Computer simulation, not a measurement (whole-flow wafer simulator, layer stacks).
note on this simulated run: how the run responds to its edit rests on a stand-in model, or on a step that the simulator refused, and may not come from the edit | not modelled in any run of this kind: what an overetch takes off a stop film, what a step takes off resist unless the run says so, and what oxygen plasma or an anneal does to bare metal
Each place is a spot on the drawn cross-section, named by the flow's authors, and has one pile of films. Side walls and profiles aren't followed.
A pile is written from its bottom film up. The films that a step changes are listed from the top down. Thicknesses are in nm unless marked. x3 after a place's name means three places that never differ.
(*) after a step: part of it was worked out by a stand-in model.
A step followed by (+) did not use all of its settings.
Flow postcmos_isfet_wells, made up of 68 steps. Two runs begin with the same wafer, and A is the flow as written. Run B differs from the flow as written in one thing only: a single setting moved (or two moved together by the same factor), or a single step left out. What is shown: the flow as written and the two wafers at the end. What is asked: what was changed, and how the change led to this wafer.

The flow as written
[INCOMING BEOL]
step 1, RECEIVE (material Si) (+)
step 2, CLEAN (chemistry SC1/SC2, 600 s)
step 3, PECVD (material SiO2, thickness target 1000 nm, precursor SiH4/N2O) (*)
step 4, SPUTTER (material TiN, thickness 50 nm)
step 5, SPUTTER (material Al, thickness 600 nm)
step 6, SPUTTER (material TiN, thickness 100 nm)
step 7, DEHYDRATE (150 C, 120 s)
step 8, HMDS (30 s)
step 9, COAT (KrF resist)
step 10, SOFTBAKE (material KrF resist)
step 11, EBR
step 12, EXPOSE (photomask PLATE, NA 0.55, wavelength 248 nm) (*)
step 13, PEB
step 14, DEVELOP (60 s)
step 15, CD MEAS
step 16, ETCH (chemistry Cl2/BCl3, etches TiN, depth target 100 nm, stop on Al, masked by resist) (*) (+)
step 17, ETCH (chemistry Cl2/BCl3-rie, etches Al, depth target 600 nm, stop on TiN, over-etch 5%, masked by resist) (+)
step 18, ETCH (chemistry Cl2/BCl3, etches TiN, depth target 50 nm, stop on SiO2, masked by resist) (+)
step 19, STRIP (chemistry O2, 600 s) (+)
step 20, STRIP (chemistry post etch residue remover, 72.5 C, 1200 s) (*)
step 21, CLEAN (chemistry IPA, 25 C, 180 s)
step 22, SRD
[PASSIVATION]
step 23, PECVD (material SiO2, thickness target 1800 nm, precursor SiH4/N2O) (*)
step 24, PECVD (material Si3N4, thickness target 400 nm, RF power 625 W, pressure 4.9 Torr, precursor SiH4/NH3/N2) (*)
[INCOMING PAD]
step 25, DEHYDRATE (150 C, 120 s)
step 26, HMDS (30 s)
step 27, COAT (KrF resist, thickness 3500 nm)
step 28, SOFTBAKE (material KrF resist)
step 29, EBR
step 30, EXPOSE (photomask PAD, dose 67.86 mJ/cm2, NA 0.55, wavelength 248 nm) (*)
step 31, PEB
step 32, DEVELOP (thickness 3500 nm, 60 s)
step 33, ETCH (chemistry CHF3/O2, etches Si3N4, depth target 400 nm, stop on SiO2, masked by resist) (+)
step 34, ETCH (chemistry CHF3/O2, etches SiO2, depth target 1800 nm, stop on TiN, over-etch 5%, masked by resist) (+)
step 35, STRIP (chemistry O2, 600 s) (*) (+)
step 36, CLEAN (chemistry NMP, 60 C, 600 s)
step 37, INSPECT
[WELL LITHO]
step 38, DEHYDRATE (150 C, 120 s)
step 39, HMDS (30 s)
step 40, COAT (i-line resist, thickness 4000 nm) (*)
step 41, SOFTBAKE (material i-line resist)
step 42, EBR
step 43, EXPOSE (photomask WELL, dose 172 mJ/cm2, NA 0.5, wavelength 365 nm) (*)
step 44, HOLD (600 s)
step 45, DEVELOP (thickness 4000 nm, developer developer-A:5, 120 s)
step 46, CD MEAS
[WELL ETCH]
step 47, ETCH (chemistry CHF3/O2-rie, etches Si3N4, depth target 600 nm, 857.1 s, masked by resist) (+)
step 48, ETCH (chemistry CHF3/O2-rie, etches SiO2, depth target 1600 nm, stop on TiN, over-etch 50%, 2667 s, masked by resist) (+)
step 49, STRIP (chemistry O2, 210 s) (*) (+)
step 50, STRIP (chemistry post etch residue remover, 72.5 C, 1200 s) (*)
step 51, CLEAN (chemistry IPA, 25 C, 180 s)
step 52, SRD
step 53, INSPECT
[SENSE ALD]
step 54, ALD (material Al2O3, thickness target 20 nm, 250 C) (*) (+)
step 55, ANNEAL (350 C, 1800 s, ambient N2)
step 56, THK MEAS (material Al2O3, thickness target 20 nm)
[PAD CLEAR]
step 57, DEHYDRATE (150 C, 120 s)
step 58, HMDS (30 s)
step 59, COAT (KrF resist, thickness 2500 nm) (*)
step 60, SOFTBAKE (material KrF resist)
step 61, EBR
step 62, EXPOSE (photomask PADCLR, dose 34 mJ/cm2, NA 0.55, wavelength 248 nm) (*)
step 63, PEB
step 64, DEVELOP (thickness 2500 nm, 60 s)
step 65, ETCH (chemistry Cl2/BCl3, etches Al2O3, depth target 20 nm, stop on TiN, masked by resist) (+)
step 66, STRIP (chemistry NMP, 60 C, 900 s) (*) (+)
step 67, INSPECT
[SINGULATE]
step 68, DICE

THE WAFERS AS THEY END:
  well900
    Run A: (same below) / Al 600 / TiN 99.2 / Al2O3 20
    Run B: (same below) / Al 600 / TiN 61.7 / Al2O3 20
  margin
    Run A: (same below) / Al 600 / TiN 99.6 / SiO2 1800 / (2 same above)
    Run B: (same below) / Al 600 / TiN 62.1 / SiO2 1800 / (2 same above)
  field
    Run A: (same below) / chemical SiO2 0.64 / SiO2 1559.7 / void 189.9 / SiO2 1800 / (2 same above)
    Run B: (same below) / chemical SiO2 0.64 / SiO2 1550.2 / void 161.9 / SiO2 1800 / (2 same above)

What caused this: step 6, SPUTTER: thickness 62.5 nm was run, whereas the flow has thickness 100 nm.

The path from the change to this, step by step:
  step 6, SPUTTER (material TiN, thickness 100 nm)
      field, margin, well900, well1300 x3, pad_rim, pad_clr, pad_open: A TiN gains 100 (new film) | B TiN gains 62.5 (new film)
  step 16, ETCH (chemistry Cl2/BCl3, etches TiN, depth target 100 nm, stop on Al, masked by resist) (*) (+)
      margin, well900, well1300 x3, pad_rim, pad_clr, pad_open: A KrF resist loses 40 | B KrF resist loses 37.5
      field: A TiN loses 100 (all of it) | B TiN loses 62.5 (all of it)
  step 23, PECVD (material SiO2, thickness target 1800 nm, precursor SiH4/N2O) (*)
      field: A SiO2 gains 1800 (new film), void gains 189.9 (new film), SiO2 gains 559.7 | B SiO2 gains 1800 (new film), void gains 161.9 (new film), SiO2 gains 550.2
